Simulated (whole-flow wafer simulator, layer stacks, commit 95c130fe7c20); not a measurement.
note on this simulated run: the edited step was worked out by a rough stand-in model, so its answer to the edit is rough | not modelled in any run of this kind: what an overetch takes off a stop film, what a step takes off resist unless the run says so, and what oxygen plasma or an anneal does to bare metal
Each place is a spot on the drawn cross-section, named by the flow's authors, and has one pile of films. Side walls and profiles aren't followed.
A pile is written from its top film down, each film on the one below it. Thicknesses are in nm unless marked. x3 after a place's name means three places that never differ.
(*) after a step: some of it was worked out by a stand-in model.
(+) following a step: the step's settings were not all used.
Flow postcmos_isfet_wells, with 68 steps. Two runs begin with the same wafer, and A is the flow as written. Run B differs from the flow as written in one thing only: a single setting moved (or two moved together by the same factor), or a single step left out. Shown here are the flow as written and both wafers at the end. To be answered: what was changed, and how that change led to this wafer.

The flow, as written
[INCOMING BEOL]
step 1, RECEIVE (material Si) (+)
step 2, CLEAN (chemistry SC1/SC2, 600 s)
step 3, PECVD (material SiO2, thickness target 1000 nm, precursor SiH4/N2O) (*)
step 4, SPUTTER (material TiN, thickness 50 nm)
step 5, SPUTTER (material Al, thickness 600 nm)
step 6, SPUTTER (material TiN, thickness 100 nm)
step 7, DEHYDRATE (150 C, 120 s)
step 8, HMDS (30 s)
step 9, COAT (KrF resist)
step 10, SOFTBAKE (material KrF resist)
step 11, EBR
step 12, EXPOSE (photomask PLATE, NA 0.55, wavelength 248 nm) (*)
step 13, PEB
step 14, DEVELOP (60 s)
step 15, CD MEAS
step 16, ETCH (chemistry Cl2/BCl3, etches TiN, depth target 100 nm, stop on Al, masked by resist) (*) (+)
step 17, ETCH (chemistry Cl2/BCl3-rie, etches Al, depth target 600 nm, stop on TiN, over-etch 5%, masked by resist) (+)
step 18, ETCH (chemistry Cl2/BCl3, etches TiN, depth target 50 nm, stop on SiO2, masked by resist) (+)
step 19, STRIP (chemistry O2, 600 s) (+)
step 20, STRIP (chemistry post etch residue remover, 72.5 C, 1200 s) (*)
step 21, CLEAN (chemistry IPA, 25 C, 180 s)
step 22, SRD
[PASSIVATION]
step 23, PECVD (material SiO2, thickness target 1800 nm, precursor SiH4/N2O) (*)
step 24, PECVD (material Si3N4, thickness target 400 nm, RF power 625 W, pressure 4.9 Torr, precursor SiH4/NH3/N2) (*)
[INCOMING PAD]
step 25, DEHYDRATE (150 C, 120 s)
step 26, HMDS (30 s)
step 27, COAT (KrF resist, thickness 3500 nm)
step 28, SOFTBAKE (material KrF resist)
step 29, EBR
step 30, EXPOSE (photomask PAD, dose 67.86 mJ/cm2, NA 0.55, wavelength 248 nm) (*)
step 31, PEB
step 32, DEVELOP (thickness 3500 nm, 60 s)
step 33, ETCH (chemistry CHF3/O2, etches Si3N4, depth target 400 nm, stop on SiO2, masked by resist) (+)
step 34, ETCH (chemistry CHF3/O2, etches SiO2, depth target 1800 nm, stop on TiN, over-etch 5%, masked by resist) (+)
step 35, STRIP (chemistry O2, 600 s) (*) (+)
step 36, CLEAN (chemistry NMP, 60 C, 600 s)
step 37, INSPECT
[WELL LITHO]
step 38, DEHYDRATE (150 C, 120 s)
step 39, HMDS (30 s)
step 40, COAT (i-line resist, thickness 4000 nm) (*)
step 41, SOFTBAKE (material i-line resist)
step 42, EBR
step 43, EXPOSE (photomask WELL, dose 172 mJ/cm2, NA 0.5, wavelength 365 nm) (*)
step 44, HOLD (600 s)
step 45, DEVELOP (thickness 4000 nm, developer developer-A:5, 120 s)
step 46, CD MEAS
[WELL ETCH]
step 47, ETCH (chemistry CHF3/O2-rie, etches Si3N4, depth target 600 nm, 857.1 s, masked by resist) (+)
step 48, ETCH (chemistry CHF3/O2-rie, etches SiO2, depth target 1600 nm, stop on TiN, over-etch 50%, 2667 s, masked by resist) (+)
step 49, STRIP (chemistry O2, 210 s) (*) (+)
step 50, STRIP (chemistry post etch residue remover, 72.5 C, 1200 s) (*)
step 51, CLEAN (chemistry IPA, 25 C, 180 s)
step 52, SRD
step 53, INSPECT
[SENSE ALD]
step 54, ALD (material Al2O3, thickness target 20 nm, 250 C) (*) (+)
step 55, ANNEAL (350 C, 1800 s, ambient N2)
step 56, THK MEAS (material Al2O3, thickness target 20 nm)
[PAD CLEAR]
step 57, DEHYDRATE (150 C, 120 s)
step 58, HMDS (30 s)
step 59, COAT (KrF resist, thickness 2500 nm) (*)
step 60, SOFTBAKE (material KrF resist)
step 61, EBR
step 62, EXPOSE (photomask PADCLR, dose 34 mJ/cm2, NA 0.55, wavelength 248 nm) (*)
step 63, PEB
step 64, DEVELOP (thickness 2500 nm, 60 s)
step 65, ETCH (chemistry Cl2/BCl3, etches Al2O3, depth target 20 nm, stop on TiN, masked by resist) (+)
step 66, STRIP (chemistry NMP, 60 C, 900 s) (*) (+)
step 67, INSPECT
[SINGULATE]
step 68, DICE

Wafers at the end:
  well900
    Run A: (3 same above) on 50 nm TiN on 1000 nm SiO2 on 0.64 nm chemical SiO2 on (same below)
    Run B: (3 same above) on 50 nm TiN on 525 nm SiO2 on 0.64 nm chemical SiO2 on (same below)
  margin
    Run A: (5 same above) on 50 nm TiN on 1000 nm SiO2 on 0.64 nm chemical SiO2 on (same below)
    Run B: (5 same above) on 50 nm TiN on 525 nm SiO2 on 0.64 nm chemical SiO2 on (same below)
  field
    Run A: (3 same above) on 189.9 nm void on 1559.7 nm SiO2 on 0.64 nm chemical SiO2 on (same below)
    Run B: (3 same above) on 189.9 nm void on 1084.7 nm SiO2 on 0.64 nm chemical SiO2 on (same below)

What caused this: step 3, PECVD: thickness target 525 nm was run, while the flow as written has thickness target 1000 nm.
The wafer lets one read it off: well900 has SiO2 525, and step 3 as written asks for 1000 nm.

How this came from the change, step by step:
  step 3, PECVD (material SiO2, thickness target 1000 nm, precursor SiH4/N2O) (*)
      field, margin, well900, well1300 x3, pad_rim, pad_clr, pad_open: A +1000 SiO2 (new film) | B +525 SiO2 (new film)
